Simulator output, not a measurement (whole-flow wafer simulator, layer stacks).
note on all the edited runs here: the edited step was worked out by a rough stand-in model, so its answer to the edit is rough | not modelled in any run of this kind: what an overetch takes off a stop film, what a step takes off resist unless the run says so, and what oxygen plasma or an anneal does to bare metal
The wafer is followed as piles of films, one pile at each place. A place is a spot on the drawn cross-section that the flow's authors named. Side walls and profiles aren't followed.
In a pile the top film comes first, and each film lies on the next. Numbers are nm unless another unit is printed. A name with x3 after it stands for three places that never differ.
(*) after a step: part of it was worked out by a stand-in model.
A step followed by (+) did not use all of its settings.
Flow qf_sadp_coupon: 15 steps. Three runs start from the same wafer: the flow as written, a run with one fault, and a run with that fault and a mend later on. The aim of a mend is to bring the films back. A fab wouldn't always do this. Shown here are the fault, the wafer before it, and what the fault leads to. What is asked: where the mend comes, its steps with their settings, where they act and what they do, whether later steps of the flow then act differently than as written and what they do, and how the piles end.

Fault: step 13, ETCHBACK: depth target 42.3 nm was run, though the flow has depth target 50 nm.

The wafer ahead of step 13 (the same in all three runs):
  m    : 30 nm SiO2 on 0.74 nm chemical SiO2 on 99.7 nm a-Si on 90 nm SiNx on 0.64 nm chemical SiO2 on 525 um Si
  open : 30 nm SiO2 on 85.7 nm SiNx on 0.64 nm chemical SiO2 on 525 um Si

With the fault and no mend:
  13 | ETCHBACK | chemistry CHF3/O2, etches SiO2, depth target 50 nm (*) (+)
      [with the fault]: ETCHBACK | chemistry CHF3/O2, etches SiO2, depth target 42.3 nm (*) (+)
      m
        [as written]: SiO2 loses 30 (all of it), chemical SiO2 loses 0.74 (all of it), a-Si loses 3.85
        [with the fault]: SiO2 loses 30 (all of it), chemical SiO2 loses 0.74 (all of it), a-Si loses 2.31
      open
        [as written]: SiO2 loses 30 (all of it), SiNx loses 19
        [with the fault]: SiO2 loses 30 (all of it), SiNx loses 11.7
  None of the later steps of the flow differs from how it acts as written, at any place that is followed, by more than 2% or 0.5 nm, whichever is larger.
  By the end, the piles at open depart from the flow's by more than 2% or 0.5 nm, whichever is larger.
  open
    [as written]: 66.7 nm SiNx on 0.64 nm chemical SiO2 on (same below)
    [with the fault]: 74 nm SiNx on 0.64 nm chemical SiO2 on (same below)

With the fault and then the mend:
  After step 13 comes the mend.
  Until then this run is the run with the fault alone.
  13a | ETCHBACK | chemistry CHF3/O2, etches SiO2, depth target 7.7 nm (*) (+) (a further turn of the flow's step 13, with different settings)
      m
        a-Si loses 1.54
      open
        SiNx loses 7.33
  None of the later steps of the flow acts differently than as written at any place that is followed.
  The piles end the same as the flow's at every place that both follow.
